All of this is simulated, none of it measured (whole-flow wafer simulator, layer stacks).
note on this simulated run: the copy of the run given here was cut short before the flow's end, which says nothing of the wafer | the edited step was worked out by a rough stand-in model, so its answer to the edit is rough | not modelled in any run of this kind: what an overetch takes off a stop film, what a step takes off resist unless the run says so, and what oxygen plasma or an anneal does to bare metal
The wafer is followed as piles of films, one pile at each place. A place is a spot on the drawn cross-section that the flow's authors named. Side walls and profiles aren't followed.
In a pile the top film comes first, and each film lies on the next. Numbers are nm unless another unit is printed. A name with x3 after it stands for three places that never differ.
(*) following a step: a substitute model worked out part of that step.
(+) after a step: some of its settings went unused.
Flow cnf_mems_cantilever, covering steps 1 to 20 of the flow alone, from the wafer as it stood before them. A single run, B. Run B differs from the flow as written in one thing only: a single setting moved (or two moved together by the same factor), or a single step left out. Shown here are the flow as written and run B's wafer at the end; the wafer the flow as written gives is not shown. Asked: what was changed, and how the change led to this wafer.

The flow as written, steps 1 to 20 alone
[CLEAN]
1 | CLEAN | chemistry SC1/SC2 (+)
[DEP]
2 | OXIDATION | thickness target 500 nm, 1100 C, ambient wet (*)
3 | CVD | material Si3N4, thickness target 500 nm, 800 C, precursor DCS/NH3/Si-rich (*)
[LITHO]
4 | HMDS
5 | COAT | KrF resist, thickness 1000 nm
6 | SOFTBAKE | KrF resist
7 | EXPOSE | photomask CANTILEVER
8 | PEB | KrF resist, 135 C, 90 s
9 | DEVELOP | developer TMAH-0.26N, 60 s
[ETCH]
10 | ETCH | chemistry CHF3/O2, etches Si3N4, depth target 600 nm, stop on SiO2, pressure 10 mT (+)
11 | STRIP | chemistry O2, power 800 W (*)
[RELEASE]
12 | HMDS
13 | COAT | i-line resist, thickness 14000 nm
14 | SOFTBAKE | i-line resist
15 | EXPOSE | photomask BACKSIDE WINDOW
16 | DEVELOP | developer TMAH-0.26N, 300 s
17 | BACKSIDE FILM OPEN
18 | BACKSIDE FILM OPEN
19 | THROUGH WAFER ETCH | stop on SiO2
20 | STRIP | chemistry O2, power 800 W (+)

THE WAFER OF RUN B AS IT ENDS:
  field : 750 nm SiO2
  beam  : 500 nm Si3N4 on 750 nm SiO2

Cause: step 2, OXIDATION: thickness target 750 nm was run, though the flow has thickness target 500 nm.
One can read it off the wafer: field has SiO2 750, and step 2 as written asks for 500 nm.

The path from the change to this, step by step:
  2 | OXIDATION | thickness target 500 nm, 1100 C, ambient wet (*)
      field, beam: +750 SiO2 (new film), -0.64 chemical SiO2 (all of it), -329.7 Si (it would be, as written: +500 SiO2 (new film), -0.64 chemical SiO2 (all of it), -219.7 Si)
  19 | THROUGH WAFER ETCH | stop on SiO2
      field: under 1 film: -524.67 um Si (all of it) (it would be, as written: under 1 film: -524.78 um Si (all of it))
      beam: under 2 films: -524.67 um Si (all of it) (it would be, as written: under 2 films: -524.78 um Si (all of it))
